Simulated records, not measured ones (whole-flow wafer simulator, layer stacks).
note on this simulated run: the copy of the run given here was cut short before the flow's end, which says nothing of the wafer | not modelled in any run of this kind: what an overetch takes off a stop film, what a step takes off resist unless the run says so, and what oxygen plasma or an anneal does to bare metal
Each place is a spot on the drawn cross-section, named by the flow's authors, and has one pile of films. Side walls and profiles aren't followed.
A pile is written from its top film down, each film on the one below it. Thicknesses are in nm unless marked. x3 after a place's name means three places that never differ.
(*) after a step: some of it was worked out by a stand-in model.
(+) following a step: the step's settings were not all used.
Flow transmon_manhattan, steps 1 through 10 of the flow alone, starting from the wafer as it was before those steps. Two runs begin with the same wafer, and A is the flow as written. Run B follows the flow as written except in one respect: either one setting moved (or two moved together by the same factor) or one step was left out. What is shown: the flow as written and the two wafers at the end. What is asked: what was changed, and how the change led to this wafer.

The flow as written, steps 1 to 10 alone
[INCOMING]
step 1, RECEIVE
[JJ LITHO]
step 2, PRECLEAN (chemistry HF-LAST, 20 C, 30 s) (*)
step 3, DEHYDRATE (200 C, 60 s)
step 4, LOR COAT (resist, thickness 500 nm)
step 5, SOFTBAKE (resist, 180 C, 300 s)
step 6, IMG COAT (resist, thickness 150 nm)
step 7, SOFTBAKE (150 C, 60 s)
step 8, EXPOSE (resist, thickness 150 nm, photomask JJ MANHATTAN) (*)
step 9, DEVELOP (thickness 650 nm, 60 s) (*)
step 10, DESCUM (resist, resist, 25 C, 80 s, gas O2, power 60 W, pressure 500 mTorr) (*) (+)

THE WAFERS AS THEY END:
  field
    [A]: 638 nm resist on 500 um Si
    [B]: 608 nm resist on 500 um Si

Cause: step 6, IMG COAT: thickness 120 nm was run, while the flow as written has thickness 150 nm.

Step by step, how the change led to this:
  step 6, IMG COAT (resist, thickness 150 nm)
      field, chan_a x2: A +150 resist | B +120 resist
  step 9, DEVELOP (thickness 650 nm, 60 s) (*)
      chan_a x2: A -650 resist (all of it) | B -620 resist (all of it)
